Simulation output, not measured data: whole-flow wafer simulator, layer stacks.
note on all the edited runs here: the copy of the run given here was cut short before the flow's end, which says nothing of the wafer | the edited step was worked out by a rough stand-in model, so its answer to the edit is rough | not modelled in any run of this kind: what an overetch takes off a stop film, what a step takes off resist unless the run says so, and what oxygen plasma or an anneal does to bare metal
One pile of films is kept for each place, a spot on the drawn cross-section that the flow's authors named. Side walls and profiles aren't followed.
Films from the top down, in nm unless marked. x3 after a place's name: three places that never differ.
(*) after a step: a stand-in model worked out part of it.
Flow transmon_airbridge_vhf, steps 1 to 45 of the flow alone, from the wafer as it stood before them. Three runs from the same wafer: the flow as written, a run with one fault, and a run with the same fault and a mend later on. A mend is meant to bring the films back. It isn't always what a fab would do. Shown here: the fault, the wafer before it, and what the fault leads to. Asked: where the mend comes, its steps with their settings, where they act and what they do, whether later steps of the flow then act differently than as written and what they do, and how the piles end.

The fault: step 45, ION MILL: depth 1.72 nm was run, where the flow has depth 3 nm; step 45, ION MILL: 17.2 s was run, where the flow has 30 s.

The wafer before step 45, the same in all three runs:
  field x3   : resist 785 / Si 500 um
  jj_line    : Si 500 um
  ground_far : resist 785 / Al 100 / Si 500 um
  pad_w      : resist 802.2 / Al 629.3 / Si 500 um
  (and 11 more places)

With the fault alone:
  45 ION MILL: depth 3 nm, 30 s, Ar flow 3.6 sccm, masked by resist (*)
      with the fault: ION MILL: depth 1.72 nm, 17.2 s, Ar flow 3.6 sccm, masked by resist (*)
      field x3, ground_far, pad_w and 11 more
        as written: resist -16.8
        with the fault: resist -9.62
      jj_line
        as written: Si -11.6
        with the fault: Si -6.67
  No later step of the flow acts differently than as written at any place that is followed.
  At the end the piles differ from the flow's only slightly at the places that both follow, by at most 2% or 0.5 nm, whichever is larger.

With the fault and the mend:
  The mend comes after step 45.
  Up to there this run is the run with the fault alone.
  45a ION MILL: depth 1.28 nm, 12.8 s, Ar flow 3.6 sccm, masked by resist (*) (the flow's step 45 once more, with other settings)
      field x3, ground_far, pad_w and 11 more
        resist -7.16
      jj_line
        Si -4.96
  No later step of the flow acts differently than as written at any place that is followed.
  At the end the piles are the same as the flow's at every place that both follow.
